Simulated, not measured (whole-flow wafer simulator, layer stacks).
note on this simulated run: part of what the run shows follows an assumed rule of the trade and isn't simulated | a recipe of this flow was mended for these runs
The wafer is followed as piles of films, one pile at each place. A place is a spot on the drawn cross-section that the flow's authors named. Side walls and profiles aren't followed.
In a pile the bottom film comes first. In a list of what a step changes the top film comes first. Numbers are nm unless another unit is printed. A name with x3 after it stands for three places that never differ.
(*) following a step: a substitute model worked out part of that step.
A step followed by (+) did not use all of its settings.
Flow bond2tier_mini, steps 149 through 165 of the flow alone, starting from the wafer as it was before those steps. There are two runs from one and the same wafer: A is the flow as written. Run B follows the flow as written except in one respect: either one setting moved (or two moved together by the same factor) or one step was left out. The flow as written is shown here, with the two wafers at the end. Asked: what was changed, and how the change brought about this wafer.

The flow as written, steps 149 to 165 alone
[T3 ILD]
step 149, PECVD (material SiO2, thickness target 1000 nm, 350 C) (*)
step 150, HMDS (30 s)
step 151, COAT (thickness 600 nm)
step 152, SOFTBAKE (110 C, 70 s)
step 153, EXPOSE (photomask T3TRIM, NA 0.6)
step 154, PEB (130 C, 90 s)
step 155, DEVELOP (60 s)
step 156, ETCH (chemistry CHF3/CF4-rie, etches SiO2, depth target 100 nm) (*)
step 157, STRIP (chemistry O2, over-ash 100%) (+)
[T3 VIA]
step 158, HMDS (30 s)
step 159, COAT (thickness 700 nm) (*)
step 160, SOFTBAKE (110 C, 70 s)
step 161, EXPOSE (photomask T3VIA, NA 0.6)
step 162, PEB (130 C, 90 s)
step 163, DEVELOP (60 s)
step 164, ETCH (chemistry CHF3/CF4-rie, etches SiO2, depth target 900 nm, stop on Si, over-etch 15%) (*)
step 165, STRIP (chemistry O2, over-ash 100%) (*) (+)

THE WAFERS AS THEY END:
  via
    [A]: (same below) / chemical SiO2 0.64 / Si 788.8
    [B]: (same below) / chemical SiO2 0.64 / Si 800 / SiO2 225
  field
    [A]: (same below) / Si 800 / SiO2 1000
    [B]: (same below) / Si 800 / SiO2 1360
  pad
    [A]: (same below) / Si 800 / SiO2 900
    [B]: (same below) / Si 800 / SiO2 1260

What caused this: step 149, PECVD: thickness target 1360 nm was run, whereas the flow has thickness target 1000 nm.
The wafer itself shows it: field has SiO2 1360, and step 149 as written asks for 1000 nm.

The path from the change to this, step by step:
  step 149, PECVD (material SiO2, thickness target 1000 nm, 350 C) (*)
      field, pad, via: A +1000 SiO2 (new film) | B +1360 SiO2 (new film)
  step 164, ETCH (chemistry CHF3/CF4-rie, etches SiO2, depth target 900 nm, stop on Si, over-etch 15%) (*)
      via: A -900 SiO2 (all of it), -11.2 Si | B -1035 SiO2
